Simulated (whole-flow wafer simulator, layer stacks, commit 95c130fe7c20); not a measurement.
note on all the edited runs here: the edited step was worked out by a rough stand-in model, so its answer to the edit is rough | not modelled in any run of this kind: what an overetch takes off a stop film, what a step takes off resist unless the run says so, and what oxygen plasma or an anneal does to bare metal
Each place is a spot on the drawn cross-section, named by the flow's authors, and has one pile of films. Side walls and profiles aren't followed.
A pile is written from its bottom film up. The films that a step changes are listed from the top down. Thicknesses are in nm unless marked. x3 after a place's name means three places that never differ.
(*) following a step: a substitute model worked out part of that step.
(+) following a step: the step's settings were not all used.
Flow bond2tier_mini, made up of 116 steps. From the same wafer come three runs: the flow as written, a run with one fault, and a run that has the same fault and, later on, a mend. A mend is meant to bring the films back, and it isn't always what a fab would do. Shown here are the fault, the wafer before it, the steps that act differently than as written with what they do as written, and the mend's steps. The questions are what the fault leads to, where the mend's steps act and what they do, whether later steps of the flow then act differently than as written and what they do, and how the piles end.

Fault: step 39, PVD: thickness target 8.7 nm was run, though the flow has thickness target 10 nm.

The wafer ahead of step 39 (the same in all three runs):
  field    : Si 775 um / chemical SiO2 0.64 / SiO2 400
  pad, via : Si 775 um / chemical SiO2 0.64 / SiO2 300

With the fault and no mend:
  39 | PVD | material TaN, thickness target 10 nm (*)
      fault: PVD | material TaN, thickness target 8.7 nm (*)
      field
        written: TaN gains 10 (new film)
        fault: TaN gains 8.7 (new film)
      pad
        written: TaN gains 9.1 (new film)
        fault: TaN gains 7.92 (new film)
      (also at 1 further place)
  Later steps of the flow acting differently than as written (1 more step, not shown, differs only slightly: by at most 2% or 0.5 nm, whichever is larger):
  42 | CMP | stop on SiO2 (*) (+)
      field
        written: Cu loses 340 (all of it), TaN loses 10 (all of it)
        fault: Cu loses 340 (all of it), TaN loses 8.7 (all of it)
  By the end, the piles at pad depart from the flow's by more than 2% or 0.5 nm, whichever is larger.
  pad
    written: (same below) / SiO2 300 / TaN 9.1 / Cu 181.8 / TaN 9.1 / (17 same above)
    fault: (same below) / SiO2 300 / TaN 7.92 / Cu 183 / TaN 9.1 / (17 same above)

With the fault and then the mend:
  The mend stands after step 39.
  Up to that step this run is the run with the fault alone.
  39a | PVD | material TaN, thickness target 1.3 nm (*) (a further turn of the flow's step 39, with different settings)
      field, via
        TaN gains 1.3
      pad
        TaN gains 1.18
  None of the later steps of the flow acts differently than as written at any place that is followed.
  The piles end the same as the flow's at every place that both follow.
